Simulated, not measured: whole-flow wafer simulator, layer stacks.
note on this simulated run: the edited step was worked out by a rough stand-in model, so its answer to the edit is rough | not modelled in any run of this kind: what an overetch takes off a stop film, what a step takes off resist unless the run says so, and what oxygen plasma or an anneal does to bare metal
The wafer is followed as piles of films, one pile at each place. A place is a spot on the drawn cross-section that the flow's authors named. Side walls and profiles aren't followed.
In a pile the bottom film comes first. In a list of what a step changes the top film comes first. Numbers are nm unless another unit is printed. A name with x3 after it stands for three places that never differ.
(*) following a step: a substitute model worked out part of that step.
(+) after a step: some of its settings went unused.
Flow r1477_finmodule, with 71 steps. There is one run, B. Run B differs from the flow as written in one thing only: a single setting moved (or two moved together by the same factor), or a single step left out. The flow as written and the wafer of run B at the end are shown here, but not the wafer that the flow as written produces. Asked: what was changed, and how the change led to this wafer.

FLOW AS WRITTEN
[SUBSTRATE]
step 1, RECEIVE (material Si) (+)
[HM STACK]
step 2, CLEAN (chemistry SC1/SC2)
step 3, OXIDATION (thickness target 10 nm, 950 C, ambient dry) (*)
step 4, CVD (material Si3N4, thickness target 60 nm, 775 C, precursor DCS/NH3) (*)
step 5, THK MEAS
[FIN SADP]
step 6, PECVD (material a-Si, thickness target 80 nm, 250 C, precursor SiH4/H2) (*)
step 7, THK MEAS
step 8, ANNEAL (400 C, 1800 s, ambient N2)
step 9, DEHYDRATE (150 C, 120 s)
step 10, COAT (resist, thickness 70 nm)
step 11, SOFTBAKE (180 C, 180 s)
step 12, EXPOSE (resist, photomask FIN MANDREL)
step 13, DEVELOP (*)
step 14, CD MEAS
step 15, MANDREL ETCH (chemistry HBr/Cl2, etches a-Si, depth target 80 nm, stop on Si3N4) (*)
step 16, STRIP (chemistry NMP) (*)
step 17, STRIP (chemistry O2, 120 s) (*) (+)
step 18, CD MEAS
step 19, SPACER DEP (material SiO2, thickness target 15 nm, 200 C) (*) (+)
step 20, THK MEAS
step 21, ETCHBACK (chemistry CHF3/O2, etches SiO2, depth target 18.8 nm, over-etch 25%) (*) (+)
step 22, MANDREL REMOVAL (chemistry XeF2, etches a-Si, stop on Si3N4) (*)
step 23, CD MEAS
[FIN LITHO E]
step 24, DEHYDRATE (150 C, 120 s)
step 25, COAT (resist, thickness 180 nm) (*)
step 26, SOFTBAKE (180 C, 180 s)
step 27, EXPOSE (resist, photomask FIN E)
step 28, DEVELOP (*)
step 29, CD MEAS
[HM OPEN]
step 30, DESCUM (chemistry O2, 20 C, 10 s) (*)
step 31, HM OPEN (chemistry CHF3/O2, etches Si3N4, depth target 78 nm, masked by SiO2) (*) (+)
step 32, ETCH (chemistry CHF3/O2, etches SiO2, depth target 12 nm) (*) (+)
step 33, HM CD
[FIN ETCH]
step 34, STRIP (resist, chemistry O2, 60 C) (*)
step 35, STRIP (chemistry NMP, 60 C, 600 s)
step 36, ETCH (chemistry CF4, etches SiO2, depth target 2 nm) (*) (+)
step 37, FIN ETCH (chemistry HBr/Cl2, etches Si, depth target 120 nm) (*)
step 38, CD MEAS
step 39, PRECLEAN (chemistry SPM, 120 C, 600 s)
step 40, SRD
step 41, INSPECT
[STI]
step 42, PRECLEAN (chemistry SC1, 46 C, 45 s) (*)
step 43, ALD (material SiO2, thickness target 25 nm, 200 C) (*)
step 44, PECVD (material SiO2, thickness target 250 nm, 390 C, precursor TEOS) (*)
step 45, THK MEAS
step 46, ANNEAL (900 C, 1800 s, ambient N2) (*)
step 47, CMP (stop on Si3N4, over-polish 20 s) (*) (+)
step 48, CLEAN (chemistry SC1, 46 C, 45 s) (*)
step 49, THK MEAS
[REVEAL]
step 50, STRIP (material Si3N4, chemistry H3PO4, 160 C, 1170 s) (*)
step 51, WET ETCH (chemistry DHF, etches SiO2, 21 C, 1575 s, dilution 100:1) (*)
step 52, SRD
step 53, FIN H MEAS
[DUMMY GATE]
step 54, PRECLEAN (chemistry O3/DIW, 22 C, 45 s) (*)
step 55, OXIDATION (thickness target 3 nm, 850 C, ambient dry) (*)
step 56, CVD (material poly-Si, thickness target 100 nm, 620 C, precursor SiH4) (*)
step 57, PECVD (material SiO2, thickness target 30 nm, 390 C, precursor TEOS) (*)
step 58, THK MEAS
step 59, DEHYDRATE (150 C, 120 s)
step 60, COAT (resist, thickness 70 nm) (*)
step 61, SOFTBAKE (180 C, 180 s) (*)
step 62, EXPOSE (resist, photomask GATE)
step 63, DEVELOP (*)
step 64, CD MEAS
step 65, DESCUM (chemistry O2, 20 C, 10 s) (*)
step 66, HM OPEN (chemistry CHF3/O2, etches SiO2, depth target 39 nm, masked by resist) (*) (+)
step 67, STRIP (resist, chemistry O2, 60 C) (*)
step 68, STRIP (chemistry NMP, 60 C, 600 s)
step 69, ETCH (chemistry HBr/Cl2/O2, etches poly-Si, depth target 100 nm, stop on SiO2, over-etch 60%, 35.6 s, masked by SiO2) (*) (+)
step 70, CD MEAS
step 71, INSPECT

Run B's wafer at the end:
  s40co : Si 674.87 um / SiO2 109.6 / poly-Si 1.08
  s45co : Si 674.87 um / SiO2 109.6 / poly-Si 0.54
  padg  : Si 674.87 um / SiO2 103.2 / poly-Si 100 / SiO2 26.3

What caused this: step 69, ETCH: depth target 69 nm was run, though the flow has depth target 100 nm; step 69, ETCH: 24.6 s was run, where the flow has 35.6 s.

The path from the change to this, step by step:
  step 69, ETCH (chemistry HBr/Cl2/O2, etches poly-Si, depth target 100 nm, stop on SiO2, over-etch 60%, 35.6 s, masked by SiO2) (*) (+)
      s40co: chemical SiO2 loses 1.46 (all of it), poly-Si loses 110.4 (it would be, as written: chemical SiO2 loses 1.46 (all of it), poly-Si loses 111.5 (all of it), SiO2 loses 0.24)
      s45co: chemical SiO2 loses 1.46 (all of it), poly-Si loses 110.4 (it would be, as written: chemical SiO2 loses 1.46 (all of it), poly-Si loses 110.9 (all of it), SiO2 loses 0.25)
      (also at 18 further places)
